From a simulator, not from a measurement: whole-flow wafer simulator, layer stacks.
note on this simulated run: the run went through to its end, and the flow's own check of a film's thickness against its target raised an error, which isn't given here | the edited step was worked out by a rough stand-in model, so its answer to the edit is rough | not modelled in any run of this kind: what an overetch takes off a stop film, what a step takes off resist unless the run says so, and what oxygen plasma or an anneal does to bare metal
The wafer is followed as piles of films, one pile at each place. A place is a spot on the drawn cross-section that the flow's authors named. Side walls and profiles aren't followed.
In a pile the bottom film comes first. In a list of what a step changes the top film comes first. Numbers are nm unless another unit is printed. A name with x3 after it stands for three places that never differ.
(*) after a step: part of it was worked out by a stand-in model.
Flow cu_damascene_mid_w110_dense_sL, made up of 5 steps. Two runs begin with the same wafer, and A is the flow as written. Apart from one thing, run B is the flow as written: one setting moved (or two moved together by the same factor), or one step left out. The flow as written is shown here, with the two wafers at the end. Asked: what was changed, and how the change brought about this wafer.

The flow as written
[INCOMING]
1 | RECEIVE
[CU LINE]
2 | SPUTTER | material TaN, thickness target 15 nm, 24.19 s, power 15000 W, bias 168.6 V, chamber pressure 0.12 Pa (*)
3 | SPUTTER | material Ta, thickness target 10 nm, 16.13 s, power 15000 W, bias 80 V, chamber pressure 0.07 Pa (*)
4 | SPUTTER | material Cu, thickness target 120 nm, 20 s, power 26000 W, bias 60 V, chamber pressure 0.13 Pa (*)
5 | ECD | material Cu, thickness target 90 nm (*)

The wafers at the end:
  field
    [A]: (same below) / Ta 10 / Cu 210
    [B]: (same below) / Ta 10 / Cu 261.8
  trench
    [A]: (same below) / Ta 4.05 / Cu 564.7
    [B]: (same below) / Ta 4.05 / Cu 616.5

The reason: step 5, ECD: thickness target 141.8 nm was run, whereas the flow has thickness target 90 nm.

How this came from the change, step by step:
  5 | ECD | material Cu, thickness target 90 nm (*)
      field: A +90 Cu | B +141.8 Cu
      trench: A +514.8 Cu | B +566.6 Cu
